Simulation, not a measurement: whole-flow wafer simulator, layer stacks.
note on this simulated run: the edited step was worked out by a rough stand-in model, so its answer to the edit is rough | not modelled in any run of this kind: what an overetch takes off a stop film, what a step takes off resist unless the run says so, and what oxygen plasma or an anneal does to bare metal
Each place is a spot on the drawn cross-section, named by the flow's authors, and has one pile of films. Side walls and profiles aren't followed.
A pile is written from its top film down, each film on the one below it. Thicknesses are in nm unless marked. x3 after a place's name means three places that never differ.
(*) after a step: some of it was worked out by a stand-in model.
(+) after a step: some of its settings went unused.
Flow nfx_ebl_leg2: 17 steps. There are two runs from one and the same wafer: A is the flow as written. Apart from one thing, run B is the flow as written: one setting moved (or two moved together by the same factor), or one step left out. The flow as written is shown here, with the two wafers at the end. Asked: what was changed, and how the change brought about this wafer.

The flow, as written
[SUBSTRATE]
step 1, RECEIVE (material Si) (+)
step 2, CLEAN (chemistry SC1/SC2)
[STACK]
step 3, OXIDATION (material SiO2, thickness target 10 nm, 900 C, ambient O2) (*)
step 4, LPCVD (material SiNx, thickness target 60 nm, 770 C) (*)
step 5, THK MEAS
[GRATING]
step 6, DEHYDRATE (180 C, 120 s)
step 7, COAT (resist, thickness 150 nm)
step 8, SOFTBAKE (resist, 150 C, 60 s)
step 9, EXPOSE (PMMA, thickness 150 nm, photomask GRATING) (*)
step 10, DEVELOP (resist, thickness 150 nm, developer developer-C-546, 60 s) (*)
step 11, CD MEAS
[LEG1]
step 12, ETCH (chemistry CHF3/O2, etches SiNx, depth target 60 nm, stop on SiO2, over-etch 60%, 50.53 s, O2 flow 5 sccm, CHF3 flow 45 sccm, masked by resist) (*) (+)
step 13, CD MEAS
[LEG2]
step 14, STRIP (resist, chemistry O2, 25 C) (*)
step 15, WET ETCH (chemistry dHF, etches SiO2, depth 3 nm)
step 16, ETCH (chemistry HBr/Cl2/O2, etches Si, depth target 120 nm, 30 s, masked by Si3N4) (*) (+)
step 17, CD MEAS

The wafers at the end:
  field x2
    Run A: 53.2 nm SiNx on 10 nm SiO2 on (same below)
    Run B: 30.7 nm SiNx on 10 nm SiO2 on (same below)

Cause: step 4, LPCVD: thickness target 37.5 nm was run, whereas the flow has thickness target 60 nm.

Step by step, how the change led to this:
  step 4, LPCVD (material SiNx, thickness target 60 nm, 770 C) (*)
      field x2, pad x2: A SiNx gains 60 (new film) | B SiNx gains 37.5 (new film)
  step 12, ETCH (chemistry CHF3/O2, etches SiNx, depth target 60 nm, stop on SiO2, over-etch 60%, 50.53 s, O2 flow 5 sccm, CHF3 flow 45 sccm, masked by resist) (*) (+)
      pad x2: A SiNx loses 60 (all of it), SiO2 loses 10 (all of it) | B SiNx loses 37.5 (all of it), SiO2 loses 10 (all of it)
